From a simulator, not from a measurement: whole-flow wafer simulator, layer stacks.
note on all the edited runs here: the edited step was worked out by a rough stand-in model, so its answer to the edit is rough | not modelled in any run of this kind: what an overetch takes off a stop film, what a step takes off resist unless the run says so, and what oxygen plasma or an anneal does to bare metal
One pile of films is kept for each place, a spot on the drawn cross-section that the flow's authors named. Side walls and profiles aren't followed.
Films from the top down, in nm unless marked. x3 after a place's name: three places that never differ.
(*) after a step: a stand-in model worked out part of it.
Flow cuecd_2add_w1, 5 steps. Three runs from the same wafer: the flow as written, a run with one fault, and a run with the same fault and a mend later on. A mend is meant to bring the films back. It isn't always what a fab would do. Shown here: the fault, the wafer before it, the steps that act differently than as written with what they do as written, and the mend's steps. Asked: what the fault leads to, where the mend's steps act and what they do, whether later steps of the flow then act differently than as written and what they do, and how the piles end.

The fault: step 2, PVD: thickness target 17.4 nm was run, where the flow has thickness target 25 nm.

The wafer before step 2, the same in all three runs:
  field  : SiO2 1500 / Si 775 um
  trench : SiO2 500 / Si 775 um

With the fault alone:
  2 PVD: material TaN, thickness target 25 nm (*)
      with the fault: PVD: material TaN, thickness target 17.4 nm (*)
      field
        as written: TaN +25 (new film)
        with the fault: TaN +17.4 (new film)
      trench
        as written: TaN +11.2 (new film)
        with the fault: TaN +7.82 (new film)
  No later step of the flow acts differently than as written, at any place that is followed, by more than 2% or 0.5 nm, whichever is larger.
  At the end the piles differ from the flow's by more than 2% or 0.5 nm, whichever is larger, at field, trench.
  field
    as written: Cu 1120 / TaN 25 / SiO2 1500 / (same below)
    with the fault: Cu 1120 / TaN 17.4 / SiO2 1500 / (same below)
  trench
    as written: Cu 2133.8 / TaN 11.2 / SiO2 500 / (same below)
    with the fault: Cu 2129.6 / TaN 7.82 / SiO2 500 / (same below)

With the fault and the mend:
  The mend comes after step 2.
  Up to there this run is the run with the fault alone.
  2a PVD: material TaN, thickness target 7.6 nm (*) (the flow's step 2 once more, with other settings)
      field
        TaN +7.6
      trench
        TaN +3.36
  No later step of the flow acts differently than as written at any place that is followed.
  At the end the piles are the same as the flow's at every place that both follow.
